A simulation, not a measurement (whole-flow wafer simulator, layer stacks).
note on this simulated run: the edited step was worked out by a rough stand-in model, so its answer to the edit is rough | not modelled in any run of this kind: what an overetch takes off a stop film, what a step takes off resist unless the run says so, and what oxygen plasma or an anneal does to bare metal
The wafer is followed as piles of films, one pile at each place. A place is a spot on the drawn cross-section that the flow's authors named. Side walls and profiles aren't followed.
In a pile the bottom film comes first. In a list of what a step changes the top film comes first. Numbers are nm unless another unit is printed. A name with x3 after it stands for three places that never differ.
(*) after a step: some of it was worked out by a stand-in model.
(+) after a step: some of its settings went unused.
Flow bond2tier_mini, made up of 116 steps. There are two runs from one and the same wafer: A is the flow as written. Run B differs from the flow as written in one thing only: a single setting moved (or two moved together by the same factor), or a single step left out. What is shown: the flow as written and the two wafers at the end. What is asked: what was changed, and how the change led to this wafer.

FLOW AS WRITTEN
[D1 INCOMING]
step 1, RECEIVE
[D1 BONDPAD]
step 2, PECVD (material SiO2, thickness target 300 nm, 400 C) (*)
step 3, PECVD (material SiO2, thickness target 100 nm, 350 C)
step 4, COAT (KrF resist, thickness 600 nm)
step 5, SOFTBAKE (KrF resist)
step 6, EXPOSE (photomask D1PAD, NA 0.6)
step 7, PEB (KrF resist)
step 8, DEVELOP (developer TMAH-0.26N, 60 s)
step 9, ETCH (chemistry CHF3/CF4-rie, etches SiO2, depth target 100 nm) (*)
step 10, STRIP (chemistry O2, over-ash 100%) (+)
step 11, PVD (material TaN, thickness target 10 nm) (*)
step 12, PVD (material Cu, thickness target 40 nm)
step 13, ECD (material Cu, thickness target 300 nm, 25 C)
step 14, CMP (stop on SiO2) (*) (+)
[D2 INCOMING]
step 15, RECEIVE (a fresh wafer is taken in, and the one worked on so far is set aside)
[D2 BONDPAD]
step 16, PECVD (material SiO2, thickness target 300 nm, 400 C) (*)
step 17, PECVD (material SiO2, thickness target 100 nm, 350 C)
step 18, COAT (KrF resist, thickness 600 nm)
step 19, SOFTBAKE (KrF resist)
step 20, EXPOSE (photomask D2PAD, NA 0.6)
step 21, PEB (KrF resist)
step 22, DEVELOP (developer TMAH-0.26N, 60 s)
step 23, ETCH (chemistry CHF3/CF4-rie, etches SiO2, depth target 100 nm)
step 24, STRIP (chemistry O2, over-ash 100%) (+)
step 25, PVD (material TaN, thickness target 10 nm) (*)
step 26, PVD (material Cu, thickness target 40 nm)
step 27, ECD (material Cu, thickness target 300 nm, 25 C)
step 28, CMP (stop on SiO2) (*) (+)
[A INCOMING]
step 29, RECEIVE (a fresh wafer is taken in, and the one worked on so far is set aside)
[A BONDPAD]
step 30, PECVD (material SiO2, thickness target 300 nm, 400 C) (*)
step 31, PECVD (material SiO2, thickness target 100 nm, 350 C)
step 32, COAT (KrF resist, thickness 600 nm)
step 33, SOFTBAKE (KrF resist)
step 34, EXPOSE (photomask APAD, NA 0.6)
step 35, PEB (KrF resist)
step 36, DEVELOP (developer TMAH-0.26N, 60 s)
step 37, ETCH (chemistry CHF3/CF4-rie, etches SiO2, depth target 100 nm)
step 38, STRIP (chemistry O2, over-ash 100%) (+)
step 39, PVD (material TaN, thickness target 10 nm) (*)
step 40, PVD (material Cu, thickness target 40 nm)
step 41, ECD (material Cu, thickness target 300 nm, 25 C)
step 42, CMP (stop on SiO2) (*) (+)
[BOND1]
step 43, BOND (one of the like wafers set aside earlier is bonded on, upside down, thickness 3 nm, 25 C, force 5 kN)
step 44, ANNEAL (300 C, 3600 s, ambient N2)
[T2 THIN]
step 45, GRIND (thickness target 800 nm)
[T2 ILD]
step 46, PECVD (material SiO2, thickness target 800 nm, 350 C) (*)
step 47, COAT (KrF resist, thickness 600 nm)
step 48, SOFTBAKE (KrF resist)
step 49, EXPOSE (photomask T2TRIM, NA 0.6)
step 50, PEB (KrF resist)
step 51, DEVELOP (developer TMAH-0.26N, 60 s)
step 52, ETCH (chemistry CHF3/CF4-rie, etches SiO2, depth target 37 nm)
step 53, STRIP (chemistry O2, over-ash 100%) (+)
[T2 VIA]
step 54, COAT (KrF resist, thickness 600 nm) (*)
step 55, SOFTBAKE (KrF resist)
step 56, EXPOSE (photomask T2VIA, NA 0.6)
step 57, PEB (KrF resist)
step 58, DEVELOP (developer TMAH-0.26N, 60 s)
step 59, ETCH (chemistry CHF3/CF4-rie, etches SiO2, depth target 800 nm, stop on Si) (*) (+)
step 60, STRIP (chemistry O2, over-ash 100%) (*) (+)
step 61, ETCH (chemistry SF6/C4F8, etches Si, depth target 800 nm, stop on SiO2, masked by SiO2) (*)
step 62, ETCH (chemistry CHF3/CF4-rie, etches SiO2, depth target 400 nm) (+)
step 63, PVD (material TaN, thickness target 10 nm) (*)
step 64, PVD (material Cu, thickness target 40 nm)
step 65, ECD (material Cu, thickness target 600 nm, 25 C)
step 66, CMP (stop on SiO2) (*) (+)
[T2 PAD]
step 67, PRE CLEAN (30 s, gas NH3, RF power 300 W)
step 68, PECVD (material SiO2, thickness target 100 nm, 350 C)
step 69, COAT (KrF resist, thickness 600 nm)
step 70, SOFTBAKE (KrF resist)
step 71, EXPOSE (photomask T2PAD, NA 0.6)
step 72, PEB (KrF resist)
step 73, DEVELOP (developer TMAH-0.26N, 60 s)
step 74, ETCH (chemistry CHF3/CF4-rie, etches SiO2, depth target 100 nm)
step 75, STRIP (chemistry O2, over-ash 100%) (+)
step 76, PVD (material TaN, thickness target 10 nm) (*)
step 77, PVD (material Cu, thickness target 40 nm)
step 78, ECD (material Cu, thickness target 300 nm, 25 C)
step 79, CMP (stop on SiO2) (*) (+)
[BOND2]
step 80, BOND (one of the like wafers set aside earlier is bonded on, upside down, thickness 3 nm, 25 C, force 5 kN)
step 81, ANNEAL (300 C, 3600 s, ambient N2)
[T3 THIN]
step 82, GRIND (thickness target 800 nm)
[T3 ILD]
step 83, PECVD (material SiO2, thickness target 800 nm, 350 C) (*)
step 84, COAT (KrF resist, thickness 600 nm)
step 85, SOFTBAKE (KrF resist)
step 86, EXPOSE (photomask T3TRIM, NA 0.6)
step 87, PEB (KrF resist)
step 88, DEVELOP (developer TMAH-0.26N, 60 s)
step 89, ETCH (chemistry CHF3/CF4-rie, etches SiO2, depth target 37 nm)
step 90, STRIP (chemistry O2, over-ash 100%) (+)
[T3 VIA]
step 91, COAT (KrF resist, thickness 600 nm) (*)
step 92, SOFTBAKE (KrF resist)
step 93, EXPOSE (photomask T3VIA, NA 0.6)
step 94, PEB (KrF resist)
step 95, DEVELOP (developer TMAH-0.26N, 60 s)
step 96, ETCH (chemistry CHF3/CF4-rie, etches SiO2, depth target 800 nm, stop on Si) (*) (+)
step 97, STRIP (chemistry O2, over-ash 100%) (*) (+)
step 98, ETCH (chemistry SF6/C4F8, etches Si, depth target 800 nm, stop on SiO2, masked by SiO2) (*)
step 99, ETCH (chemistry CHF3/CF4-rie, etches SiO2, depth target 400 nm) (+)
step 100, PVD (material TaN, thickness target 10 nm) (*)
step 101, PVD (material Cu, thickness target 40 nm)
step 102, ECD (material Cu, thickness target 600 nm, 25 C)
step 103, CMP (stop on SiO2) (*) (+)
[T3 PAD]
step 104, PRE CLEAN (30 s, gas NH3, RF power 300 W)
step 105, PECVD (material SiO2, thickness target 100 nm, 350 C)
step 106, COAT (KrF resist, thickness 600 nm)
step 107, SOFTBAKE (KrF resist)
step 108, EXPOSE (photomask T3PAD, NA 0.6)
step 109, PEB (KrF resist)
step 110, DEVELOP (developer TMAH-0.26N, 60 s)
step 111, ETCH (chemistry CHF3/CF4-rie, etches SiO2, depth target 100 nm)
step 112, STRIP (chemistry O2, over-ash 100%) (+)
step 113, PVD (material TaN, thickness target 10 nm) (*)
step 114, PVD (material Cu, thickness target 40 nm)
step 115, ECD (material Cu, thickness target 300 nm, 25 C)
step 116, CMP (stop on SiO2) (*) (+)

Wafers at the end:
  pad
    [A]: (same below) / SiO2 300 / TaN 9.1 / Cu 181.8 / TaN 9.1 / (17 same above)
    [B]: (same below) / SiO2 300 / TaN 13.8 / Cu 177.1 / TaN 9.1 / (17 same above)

Cause: step 39, PVD: thickness target 15.2 nm was run, while the flow as written has thickness target 10 nm.

How this came from the change, step by step:
  step 39, PVD (material TaN, thickness target 10 nm) (*)
      field: A TaN gains 10 (new film) | B TaN gains 15.2 (new film)
      pad: A TaN gains 9.1 (new film) | B TaN gains 13.8 (new film)
      (and at 1 other place as well)
  step 42, CMP (stop on SiO2) (*) (+)
      field: A Cu loses 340 (all of it), TaN loses 10 (all of it) | B Cu loses 340 (all of it), TaN loses 15.2 (all of it)
